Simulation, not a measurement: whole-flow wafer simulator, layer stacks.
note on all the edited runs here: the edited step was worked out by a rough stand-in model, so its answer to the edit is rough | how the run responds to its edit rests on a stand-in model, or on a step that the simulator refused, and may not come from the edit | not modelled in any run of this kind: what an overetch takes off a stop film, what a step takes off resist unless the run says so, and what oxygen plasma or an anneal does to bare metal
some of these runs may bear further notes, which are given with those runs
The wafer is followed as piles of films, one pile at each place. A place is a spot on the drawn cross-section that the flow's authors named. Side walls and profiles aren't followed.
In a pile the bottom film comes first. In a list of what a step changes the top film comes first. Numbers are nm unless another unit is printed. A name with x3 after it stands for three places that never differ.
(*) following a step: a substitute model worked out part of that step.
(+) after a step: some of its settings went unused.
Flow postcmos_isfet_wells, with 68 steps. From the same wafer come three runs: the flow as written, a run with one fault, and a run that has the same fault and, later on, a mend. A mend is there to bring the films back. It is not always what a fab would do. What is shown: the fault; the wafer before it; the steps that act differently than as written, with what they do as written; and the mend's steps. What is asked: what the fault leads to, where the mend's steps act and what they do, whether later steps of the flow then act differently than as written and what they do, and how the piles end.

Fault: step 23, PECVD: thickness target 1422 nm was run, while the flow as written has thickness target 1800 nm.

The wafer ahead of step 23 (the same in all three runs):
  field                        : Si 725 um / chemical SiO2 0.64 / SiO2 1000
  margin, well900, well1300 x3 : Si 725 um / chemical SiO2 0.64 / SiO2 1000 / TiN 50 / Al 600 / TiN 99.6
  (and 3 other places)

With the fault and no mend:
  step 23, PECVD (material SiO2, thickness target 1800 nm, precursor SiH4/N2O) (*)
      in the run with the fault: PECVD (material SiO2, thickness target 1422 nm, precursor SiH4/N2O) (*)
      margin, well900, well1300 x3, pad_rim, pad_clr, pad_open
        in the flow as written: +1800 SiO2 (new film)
        in the run with the fault: +1422 SiO2 (new film)
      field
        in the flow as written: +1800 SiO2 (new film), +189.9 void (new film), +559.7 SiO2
        in the run with the fault: +1422 SiO2 (new film), +190 void (new film), +559.6 SiO2
  Steps later in the flow that act otherwise than as written:
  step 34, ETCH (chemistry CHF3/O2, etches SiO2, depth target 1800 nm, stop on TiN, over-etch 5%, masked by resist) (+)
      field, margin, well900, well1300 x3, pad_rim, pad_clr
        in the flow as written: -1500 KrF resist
        in the run with the fault: -1244.2 KrF resist
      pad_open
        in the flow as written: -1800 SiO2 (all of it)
        in the run with the fault: -1422 SiO2 (all of it)
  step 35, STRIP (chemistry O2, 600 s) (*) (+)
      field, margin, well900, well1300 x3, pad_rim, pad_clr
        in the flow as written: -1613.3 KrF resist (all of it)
        in the run with the fault: -1869.1 KrF resist (all of it)
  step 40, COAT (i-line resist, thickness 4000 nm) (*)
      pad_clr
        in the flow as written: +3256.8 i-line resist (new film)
        in the run with the fault: +3376 i-line resist (new film)
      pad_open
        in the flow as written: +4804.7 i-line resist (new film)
        in the run with the fault: +4668.5 i-line resist (new film)
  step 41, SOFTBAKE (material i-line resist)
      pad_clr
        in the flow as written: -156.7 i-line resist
        in the run with the fault: -120.1 i-line resist
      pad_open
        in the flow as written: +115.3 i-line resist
        in the run with the fault: +98.2 i-line resist
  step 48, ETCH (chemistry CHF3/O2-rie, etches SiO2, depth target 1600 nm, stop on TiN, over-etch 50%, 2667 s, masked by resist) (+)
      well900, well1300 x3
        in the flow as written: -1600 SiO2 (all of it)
        in the run with the fault: -1222 SiO2 (all of it)
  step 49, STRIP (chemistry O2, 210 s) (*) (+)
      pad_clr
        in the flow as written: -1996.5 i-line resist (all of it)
        in the run with the fault: -2152.3 i-line resist (all of it)
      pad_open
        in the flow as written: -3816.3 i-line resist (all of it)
        in the run with the fault: -3663.1 i-line resist (all of it)
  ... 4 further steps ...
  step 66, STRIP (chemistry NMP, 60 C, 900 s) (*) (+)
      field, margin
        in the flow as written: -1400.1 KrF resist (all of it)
        in the run with the fault: -1579.4 KrF resist (all of it)
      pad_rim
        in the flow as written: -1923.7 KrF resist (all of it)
        in the run with the fault: -2009 KrF resist (all of it)
  By the end, the piles at field, margin, pad_rim, pad_clr depart from the flow's by more than 2% or 0.5 nm, whichever is larger.
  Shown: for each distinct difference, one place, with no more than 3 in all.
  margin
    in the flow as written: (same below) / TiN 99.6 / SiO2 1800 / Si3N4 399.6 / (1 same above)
    in the run with the fault: (same below) / TiN 99.6 / SiO2 1422 / Si3N4 399.6 / (1 same above)
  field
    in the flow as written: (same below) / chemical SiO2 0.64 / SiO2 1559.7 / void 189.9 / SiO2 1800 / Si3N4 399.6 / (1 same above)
    in the run with the fault: (same below) / chemical SiO2 0.64 / SiO2 1559.6 / void 190 / SiO2 1422 / Si3N4 399.6 / (1 same above)
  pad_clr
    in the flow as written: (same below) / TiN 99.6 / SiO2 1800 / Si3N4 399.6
    in the run with the fault: (same below) / TiN 99.6 / SiO2 1422 / Si3N4 399.6

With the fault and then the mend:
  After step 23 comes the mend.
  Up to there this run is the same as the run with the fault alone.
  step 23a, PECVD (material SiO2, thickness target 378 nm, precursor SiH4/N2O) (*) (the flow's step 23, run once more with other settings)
      field, margin, well900, well1300 x3, pad_rim, pad_clr, pad_open
        +378 SiO2
  Every later step of the flow that is run acts as written at every place that is followed.
  When the end is reached, the piles differ only a little from the flow's at the places that both follow, at most by 2% or 0.5 nm, whichever is larger.
